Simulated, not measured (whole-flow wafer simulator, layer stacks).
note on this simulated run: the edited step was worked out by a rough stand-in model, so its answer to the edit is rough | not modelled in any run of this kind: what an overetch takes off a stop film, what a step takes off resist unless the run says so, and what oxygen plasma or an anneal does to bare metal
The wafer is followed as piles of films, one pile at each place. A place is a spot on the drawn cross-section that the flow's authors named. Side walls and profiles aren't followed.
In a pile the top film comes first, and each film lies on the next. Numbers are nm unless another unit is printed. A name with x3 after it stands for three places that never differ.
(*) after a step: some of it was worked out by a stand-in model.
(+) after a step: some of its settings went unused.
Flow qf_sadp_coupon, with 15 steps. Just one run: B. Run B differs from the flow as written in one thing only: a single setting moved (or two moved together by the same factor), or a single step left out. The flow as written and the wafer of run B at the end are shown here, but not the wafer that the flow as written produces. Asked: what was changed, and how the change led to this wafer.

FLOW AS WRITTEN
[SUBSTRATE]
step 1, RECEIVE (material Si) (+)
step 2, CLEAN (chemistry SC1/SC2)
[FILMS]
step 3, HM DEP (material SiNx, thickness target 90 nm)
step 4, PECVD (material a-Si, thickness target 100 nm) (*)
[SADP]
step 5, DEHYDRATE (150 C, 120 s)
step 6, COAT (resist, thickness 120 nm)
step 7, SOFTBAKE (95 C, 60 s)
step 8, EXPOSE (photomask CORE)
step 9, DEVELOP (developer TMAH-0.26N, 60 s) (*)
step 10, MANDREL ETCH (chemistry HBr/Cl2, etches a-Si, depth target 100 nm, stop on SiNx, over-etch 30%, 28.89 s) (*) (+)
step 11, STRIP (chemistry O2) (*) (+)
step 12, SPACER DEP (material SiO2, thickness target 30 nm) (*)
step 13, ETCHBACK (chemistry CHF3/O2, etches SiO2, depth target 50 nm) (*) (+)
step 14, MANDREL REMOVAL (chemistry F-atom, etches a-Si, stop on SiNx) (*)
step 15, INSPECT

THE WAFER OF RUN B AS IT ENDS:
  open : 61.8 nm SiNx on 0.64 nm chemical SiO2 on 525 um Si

Cause: step 4, PECVD: thickness target 66.2 nm was run, whereas the flow has thickness target 100 nm.

How this came from the change, step by step:
  step 4, PECVD (material a-Si, thickness target 100 nm) (*)
      m, open: +66.2 a-Si (new film) (in the flow as written it would be: +100 a-Si (new film))
  step 10, MANDREL ETCH (chemistry HBr/Cl2, etches a-Si, depth target 100 nm, stop on SiNx, over-etch 30%, 28.89 s) (*) (+)
      open: -66.2 a-Si (all of it), -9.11 SiNx (in the flow as written it would be: -100 a-Si (all of it), -4.29 SiNx)
  step 14, MANDREL REMOVAL (chemistry F-atom, etches a-Si, stop on SiNx) (*)
      m: -62 a-Si (all of it) (in the flow as written it would be: -95.8 a-Si (all of it))
